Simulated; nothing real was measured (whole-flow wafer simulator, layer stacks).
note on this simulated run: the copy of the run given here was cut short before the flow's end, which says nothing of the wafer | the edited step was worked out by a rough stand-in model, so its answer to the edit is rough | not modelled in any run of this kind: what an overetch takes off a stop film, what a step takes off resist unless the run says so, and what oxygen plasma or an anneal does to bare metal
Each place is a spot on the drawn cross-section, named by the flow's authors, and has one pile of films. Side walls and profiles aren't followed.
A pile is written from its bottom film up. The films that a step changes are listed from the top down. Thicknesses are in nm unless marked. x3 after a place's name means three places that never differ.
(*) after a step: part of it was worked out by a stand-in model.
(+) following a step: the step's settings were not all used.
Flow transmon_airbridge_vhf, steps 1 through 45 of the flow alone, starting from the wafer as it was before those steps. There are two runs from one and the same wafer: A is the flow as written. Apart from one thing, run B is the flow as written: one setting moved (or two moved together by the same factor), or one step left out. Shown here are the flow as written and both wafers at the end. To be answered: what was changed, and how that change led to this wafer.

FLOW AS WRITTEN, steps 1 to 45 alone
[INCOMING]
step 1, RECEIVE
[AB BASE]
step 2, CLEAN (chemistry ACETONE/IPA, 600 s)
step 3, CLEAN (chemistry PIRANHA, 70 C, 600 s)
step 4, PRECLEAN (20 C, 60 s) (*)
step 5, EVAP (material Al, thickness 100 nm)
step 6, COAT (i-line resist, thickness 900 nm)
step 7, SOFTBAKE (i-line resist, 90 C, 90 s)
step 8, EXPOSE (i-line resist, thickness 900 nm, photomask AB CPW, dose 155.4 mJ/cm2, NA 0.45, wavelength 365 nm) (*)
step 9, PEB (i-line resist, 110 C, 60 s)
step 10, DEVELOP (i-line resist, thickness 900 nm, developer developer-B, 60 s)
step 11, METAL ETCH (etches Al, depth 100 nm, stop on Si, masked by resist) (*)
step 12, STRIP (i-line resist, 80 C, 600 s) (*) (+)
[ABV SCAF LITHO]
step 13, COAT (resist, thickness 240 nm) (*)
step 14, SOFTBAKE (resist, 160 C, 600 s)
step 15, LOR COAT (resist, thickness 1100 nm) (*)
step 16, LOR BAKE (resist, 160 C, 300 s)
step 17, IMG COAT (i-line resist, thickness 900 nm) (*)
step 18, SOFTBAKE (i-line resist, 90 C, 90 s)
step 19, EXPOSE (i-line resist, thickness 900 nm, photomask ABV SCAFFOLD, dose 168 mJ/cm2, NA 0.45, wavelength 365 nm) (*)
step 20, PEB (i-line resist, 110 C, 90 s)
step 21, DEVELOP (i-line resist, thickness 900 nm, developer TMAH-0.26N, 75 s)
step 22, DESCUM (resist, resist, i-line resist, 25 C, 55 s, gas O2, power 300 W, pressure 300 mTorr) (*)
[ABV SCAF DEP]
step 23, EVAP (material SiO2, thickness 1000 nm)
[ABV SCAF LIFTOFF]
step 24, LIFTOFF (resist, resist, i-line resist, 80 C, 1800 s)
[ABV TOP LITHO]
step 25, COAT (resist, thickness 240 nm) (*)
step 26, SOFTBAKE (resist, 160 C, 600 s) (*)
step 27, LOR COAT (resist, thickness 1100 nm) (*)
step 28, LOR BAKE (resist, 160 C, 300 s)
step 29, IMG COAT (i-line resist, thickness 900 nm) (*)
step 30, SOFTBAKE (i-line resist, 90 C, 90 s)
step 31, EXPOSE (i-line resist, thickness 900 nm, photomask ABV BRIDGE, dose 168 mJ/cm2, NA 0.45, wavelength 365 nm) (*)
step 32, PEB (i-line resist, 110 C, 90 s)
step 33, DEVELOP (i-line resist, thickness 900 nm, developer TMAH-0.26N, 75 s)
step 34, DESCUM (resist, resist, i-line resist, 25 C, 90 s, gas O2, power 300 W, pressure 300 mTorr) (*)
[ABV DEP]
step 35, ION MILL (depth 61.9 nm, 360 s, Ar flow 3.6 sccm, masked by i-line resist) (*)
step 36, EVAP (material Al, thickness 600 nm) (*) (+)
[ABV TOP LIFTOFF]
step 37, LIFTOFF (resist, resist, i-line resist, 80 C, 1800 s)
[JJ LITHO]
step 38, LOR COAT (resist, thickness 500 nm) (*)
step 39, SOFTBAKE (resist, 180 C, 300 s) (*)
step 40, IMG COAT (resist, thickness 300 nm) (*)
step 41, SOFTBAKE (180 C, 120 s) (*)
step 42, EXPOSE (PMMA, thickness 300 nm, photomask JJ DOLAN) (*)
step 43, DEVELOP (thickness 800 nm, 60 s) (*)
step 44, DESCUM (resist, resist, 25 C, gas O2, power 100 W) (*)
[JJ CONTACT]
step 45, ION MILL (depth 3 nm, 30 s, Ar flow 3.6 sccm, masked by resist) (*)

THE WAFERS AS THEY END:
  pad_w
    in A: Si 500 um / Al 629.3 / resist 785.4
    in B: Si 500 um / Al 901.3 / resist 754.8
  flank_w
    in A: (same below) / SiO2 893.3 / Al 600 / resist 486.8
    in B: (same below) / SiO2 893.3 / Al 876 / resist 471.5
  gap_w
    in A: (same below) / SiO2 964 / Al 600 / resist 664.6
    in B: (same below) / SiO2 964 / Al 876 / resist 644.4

Cause: step 36, EVAP: thickness 876 nm was run, though the flow has thickness 600 nm.
The wafer itself shows it: flank_w has Al 876, and step 36 as written asks for 600 nm.

The path from the change to this, step by step:
  step 36, EVAP (material Al, thickness 600 nm) (*) (+)
      field x3, jj_line, ground_far and 10 more: A Al gains 600 (new film) | B Al gains 876 (new film)
      pad_w, pad_e: A Al gains 591.2 | B Al gains 863.2
  step 37, LIFTOFF (resist, resist, i-line resist, 80 C, 1800 s)
      field x3, jj_line, trace_open_s x2: A Al loses 600 (all of it), i-line resist loses 600 (all of it), resist loses 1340 (all of it) | B Al loses 876 (all of it), i-line resist loses 600 (all of it), resist loses 1340 (all of it)
      margin_s, margin_n: A Al loses 600 (all of it), i-line resist loses 318.3 (all of it), resist loses 992 (all of it) | B Al loses 876 (all of it), i-line resist loses 318.3 (all of it), resist loses 992 (all of it)
      (as well as at 1 more place)
  step 38, LOR COAT (resist, thickness 500 nm) (*)
      pad_w, pad_e: A resist gains 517 (new film) | B resist gains 497.5 (new film)
      flank_w, flank_e: A resist gains 306.5 (new film) | B resist gains 300.2 (new film)
      (as well as at 6 more places)
  step 40, IMG COAT (resist, thickness 300 nm) (*)
      pad_w, pad_e: A resist gains 300.1 | B resist gains 289.2
      flank_w, flank_e: A resist gains 212.1 | B resist gains 203
      (as well as at 6 more places)
